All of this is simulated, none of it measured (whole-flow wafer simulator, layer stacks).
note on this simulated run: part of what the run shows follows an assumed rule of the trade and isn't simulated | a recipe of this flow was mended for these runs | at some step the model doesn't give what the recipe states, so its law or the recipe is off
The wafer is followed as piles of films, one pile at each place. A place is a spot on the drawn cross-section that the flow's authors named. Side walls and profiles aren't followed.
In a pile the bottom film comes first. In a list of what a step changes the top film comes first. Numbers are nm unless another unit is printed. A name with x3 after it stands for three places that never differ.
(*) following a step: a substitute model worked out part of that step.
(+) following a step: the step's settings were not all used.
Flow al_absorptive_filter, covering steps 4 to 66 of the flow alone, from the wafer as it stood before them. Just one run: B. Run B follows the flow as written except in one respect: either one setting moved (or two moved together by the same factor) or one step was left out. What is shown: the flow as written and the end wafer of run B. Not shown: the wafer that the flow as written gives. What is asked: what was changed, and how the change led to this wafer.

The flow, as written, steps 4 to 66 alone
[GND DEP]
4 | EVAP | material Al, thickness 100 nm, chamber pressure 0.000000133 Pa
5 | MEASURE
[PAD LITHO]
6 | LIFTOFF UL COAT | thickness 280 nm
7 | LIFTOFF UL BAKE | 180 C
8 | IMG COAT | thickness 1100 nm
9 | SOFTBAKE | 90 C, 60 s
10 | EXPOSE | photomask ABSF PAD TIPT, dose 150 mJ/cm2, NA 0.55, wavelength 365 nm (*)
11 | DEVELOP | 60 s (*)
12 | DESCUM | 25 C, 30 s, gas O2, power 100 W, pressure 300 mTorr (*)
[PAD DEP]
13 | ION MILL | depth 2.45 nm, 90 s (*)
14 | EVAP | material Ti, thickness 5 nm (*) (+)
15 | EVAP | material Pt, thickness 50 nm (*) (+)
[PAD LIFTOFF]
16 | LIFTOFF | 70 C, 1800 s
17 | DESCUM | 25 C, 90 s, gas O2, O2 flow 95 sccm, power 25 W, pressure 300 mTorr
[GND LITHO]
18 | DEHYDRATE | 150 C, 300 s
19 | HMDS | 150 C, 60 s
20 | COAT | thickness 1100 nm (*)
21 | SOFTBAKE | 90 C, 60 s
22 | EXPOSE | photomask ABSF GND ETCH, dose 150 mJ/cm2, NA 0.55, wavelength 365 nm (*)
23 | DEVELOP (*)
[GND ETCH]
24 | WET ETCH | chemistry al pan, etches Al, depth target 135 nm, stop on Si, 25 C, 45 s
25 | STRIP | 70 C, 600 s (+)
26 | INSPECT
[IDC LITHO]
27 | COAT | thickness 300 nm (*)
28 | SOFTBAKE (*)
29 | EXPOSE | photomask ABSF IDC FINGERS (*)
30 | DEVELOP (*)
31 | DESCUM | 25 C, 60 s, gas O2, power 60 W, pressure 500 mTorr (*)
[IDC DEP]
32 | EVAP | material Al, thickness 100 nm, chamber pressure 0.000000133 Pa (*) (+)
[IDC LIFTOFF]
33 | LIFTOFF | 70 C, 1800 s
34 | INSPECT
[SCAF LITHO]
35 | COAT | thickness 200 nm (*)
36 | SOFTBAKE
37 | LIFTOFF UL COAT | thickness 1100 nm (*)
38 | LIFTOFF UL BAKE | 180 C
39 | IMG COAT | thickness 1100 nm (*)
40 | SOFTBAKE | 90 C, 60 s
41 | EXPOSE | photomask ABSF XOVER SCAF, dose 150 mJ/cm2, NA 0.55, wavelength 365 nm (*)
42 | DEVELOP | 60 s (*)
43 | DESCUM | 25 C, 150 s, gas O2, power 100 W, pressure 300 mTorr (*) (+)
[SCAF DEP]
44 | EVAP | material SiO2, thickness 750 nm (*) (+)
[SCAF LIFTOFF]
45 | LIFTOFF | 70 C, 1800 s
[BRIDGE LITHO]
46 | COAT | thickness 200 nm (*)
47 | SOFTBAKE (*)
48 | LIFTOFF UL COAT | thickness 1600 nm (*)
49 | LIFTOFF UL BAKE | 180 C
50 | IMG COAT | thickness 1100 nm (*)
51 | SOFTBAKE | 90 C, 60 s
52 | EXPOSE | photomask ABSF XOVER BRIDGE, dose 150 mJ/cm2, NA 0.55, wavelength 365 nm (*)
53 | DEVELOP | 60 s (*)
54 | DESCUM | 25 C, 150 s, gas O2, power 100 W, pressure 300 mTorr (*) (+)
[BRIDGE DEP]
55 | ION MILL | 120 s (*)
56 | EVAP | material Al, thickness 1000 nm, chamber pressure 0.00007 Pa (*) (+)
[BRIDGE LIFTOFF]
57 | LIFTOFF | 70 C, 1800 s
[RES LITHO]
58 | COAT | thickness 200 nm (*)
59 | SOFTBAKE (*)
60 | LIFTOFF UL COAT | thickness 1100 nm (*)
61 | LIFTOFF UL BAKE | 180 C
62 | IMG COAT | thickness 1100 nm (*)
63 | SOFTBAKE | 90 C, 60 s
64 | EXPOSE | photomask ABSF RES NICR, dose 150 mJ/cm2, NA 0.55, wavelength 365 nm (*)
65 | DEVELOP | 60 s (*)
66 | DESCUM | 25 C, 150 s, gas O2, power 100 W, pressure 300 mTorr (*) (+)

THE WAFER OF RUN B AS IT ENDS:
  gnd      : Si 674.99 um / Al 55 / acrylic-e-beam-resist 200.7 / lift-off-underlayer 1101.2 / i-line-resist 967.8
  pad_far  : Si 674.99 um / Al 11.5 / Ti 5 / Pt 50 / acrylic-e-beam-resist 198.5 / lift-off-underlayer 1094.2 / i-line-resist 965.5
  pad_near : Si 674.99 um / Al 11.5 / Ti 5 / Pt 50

Cause: step 4, EVAP: thickness 55 nm was run, though the flow has thickness 100 nm.
The wafer itself shows it: gnd has Al 55, and step 4 as written asks for 100 nm.

The path from the change to this, step by step:
  4 | EVAP | material Al, thickness 100 nm, chamber pressure 0.000000133 Pa
      gnd, pad_far, pad_near and 11 more: Al gains 55 (new film) (it would be, as written: Al gains 100 (new film))
  24 | WET ETCH | chemistry al pan, etches Al, depth target 135 nm, stop on Si, 25 C, 45 s
      res, xl_gap, idc_field, idc_line, idc_space: Al loses 41.7 (all of it) (it would be, as written: Al loses 86.7 (all of it))
  27 | COAT | thickness 300 nm (*)
      ledge: e-beam-resist gains 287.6 (new film) (it would be, as written: e-beam-resist gains 274.4 (new film))
      res: e-beam-resist gains 328.2 (new film) (it would be, as written: e-beam-resist gains 349.6 (new film))
      (and at 2 other places as well)
  33 | LIFTOFF | 70 C, 1800 s
      ledge: Al loses 100 (all of it), e-beam-resist loses 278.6 (all of it) (it would be, as written: Al loses 100 (all of it), e-beam-resist loses 265.3 (all of it))
      res: Al loses 100 (all of it), e-beam-resist loses 319.2 (all of it) (it would be, as written: Al loses 100 (all of it), e-beam-resist loses 340.6 (all of it))
      (and at 2 other places as well)
  35 | COAT | thickness 200 nm (*)
      ledge: acrylic-e-beam-resist gains 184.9 (new film) (it would be, as written: acrylic-e-beam-resist gains 169.8 (new film))
      res: acrylic-e-beam-resist gains 218.4 (new film) (it would be, as written: acrylic-e-beam-resist gains 231.4 (new film))
      (and at 2 other places as well)
  43 | DESCUM | 25 C, 150 s, gas O2, power 100 W, pressure 300 mTorr (*) (+)
      gnd, pad_far, pad_near and 7 more: i-line-resist loses 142 (it would be, as written: i-line-resist loses 159.6)
      xl_gap: acrylic-e-beam-resist loses 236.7 (all of it) (it would be, as written: acrylic-e-beam-resist loses 265.9 (all of it))
      (and at 1 other place as well)
  45 | LIFTOFF | 70 C, 1800 s
      ledge: SiO2 loses 750 (all of it), i-line-resist loses 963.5 (all of it), lift-off-underlayer loses 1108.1 (all of it), acrylic-e-beam-resist loses 184.9 (all of it) (it would be, as written: SiO2 loses 750 (all of it), i-line-resist loses 952.1 (all of it), lift-off-underlayer loses 1114 (all of it), acrylic-e-beam-resist loses 169.8 (all of it))
      res: SiO2 loses 750 (all of it), i-line-resist loses 966.2 (all of it), lift-off-underlayer loses 1126.8 (all of it), acrylic-e-beam-resist loses 218.4 (all of it) (it would be, as written: SiO2 loses 750 (all of it), i-line-resist loses 956.3 (all of it), lift-off-underlayer loses 1148.2 (all of it), acrylic-e-beam-resist loses 231.4 (all of it))
  46 | COAT | thickness 200 nm (*)
      ledge: acrylic-e-beam-resist gains 184.9 (new film) (it would be, as written: acrylic-e-beam-resist gains 169.8 (new film))
      res: acrylic-e-beam-resist gains 218.4 (new film) (it would be, as written: acrylic-e-beam-resist gains 231.4 (new film))
      (and at 2 other places as well)
  54 | DESCUM | 25 C, 150 s, gas O2, power 100 W, pressure 300 mTorr (*) (+)
      xl_gap: acrylic-e-beam-resist loses 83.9 (all of it) (it would be, as written: acrylic-e-beam-resist loses 97.9 (all of it))
      xl_turn: acrylic-e-beam-resist loses 149.3 (all of it) (it would be, as written: acrylic-e-beam-resist loses 141.8 (all of it))
  57 | LIFTOFF | 70 C, 1800 s
      ledge: Al loses 1000 (all of it), i-line-resist loses 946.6 (all of it), lift-off-underlayer loses 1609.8 (all of it), acrylic-e-beam-resist loses 184.9 (all of it) (it would be, as written: Al loses 1000 (all of it), i-line-resist loses 951.7 (all of it), lift-off-underlayer loses 1617.2 (all of it), acrylic-e-beam-resist loses 169.8 (all of it))
      res: Al loses 1000 (all of it), i-line-resist loses 948.4 (all of it), lift-off-underlayer loses 1629.6 (all of it), acrylic-e-beam-resist loses 218.4 (all of it) (it would be, as written: Al loses 1000 (all of it), i-line-resist loses 954.3 (all of it), lift-off-underlayer loses 1653.2 (all of it), acrylic-e-beam-resist loses 231.4 (all of it))
  58 | COAT | thickness 200 nm (*)
      ledge: acrylic-e-beam-resist gains 184.9 (new film) (it would be, as written: acrylic-e-beam-resist gains 169.8 (new film))
      res: acrylic-e-beam-resist gains 218.4 (new film) (it would be, as written: acrylic-e-beam-resist gains 231.4 (new film))
      (and at 2 other places as well)
  60 | LIFTOFF UL COAT | thickness 1100 nm (*)
      xl_gap: lift-off-underlayer gains 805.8 (new film) (it would be, as written: lift-off-underlayer gains 831.4 (new film))
  66 | DESCUM | 25 C, 150 s, gas O2, power 100 W, pressure 300 mTorr (*) (+)
      gnd, pad_far, xa_field and 8 more: i-line-resist loses 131 (it would be, as written: i-line-resist loses 138.9)
      ledge: acrylic-e-beam-resist loses 184.9 (all of it) (it would be, as written: acrylic-e-beam-resist loses 169.8 (all of it))
      (and at 1 other place as well)
